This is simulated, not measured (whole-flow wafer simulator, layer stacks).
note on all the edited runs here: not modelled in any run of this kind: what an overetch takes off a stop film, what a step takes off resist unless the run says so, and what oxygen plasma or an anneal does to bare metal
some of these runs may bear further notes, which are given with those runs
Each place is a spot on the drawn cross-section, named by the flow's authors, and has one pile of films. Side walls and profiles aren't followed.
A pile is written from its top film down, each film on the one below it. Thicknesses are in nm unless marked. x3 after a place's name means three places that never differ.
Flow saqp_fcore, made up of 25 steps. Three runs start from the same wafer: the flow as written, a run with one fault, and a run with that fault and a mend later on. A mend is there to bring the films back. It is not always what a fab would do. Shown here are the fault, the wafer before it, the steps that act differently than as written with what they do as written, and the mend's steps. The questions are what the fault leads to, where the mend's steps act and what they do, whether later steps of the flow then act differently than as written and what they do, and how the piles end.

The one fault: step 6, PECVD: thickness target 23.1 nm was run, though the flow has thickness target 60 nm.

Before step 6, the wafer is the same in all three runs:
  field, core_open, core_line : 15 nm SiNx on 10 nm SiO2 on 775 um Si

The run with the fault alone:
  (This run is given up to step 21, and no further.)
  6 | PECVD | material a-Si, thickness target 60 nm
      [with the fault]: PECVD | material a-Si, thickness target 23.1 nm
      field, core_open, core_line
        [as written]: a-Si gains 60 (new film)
        [with the fault]: a-Si gains 23.1 (new film)
  Every later step of the flow up to step 21 that is run acts as written at every place that is followed.
  Once step 21 is done, the piles at field, core_open, core_line depart from the flow's by more than 2% or 0.5 nm, whichever is larger.
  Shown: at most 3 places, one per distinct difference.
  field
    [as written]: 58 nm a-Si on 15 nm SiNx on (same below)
    [with the fault]: 21.1 nm a-Si on 15 nm SiNx on (same below)
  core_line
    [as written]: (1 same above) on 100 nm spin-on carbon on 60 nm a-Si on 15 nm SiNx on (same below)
    [with the fault]: (1 same above) on 100 nm spin-on carbon on 23.1 nm a-Si on 15 nm SiNx on (same below)

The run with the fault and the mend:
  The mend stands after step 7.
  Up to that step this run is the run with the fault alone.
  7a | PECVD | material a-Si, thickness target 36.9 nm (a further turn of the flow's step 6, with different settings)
      field, core_open, core_line
        a-Si gains 36.9
  Every later step of the flow that is run acts as written at every place that is followed.
  The piles end the same as the flow's at every place that both follow.
